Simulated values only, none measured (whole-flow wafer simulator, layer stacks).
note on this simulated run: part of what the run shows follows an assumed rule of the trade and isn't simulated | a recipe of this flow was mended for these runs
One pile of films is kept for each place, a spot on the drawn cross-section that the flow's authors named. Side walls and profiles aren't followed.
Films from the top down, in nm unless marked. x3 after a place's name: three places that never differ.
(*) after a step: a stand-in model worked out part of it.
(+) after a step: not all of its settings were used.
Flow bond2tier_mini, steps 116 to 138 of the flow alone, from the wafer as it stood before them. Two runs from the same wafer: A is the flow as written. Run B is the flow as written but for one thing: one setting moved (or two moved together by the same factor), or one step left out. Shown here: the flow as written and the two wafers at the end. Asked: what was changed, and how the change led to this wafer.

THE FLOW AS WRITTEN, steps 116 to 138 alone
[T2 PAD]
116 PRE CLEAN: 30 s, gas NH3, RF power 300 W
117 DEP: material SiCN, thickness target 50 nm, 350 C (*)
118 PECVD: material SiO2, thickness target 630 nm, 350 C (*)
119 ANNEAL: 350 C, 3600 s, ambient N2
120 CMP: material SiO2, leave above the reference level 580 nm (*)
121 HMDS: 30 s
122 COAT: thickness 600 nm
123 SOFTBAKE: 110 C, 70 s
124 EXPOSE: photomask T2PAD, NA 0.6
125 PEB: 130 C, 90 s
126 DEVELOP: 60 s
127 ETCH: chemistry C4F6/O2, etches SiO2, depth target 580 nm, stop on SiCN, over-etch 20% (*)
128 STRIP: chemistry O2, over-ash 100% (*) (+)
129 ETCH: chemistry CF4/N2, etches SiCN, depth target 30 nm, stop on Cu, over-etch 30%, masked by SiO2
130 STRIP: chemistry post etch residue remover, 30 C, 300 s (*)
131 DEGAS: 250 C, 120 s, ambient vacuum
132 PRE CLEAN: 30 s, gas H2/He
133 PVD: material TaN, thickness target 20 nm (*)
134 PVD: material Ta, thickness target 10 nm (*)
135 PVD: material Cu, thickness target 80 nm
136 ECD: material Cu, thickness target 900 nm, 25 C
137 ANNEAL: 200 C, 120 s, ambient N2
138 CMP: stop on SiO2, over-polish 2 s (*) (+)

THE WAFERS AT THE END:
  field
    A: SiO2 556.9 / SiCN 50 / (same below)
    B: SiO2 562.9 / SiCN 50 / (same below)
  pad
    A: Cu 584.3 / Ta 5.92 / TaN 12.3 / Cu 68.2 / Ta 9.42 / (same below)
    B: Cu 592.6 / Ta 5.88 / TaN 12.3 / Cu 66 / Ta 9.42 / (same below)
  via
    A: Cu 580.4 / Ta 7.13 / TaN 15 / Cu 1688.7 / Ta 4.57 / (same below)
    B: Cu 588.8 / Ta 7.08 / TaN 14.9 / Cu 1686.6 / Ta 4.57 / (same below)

The cause: step 127, ETCH: depth target 788.8 nm was run, where the flow has depth target 580 nm.

How the change led to this, step by step:
  127 ETCH: chemistry C4F6/O2, etches SiO2, depth target 580 nm, stop on SiCN, over-etch 20% (*)
      pad, via: A SiO2 -580 (all of it), SiCN -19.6 | B SiO2 -580 (all of it), SiCN -50 (all of it), Cu -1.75
      field: A thick-KrF-resist -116 | B thick-KrF-resist -145.2
  128 STRIP: chemistry O2, over-ash 100% (*) (+)
      field: A thick-KrF-resist -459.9 (all of it) | B thick-KrF-resist -430.7 (all of it)
  129 ETCH: chemistry CF4/N2, etches SiCN, depth target 30 nm, stop on Cu, over-etch 30%, masked by SiO2
      pad, via: A SiCN -30.4 (all of it), Cu -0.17 | B Cu -0.6
      field: A SiO2 -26 | B SiO2 -20
